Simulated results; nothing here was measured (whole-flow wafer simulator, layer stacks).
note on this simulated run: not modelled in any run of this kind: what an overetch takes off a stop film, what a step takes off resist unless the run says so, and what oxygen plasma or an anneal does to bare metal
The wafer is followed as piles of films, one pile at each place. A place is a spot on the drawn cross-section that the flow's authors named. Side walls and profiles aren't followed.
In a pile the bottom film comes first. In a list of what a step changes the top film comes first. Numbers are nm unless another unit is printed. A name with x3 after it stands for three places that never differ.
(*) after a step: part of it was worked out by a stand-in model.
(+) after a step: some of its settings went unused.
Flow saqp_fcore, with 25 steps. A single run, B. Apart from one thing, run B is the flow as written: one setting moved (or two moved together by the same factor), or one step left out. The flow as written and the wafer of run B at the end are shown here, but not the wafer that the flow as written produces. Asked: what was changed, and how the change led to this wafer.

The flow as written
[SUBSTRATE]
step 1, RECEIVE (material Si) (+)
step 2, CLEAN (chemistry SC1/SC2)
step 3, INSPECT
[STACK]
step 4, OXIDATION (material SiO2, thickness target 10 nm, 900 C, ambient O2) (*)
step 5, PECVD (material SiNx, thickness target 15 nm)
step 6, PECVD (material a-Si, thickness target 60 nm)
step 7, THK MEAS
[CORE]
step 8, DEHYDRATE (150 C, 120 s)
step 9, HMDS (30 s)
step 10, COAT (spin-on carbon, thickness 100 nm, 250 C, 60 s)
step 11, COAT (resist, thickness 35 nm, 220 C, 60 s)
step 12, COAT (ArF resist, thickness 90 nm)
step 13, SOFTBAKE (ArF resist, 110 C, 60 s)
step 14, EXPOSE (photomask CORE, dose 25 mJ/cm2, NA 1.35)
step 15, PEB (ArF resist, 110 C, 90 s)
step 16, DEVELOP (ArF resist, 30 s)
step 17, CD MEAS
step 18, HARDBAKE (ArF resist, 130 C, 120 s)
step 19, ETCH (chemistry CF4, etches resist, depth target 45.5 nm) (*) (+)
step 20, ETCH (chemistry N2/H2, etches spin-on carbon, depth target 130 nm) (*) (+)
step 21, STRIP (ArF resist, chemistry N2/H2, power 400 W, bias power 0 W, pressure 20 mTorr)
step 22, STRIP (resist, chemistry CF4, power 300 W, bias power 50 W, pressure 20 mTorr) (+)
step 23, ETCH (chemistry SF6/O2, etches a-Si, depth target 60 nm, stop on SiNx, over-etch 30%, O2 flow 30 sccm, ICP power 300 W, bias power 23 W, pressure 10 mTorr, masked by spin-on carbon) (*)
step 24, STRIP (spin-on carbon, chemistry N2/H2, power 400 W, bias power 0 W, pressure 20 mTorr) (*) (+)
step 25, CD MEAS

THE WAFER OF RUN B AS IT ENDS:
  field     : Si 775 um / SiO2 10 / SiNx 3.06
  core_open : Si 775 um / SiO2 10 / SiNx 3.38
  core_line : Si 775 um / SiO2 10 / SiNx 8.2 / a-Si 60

Cause: step 5, PECVD: thickness target 8.2 nm was run, whereas the flow has thickness target 15 nm.
One can read it off the wafer: core_line has SiNx 8.2, and step 5 as written asks for 15 nm.

How this came from the change, step by step:
  step 5, PECVD (material SiNx, thickness target 15 nm)
      field, core_open, core_line: SiNx gains 8.2 (new film) (as written it would have been: SiNx gains 15 (new film))
